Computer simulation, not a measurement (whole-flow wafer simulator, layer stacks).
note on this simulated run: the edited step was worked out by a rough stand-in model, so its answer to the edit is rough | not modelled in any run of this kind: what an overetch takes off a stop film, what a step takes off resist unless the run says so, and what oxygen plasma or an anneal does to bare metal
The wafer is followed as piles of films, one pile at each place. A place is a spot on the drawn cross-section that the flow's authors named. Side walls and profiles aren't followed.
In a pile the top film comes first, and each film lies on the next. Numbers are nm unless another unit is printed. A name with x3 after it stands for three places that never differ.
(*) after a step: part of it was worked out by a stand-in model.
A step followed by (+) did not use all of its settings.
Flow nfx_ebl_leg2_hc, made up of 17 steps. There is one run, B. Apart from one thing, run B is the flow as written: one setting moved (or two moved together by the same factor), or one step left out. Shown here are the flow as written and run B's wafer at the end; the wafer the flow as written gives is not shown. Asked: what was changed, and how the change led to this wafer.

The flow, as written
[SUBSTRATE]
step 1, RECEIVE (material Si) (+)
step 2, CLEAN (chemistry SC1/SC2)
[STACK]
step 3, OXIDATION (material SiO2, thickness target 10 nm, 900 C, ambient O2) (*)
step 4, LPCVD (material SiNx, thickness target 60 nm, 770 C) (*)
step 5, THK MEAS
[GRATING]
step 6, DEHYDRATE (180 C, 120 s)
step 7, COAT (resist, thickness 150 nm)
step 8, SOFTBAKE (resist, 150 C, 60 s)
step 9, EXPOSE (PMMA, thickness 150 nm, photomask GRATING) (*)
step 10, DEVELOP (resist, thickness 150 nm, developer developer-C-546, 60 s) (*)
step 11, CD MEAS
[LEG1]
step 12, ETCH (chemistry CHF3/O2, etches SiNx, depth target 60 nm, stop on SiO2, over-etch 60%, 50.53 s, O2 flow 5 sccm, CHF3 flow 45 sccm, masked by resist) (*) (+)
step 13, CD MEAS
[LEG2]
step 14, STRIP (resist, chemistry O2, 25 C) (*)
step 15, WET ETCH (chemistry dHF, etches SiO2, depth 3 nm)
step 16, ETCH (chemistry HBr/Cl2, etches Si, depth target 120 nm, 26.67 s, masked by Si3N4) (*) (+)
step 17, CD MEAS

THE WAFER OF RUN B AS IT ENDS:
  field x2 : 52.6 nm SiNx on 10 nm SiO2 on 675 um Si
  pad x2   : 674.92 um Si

Cause: step 16, ETCH: depth target 78 nm was run, whereas the flow has depth target 120 nm; step 16, ETCH: 17.33 s was run, where the flow has 26.67 s.

How this came from the change, step by step:
  step 16, ETCH (chemistry HBr/Cl2, etches Si, depth target 120 nm, 26.67 s, masked by Si3N4) (*) (+)
      field x2: SiNx loses 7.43 (in the flow as written it would be: SiNx loses 11.4)
      pad x2: Si loses 78 (in the flow as written it would be: Si loses 120)
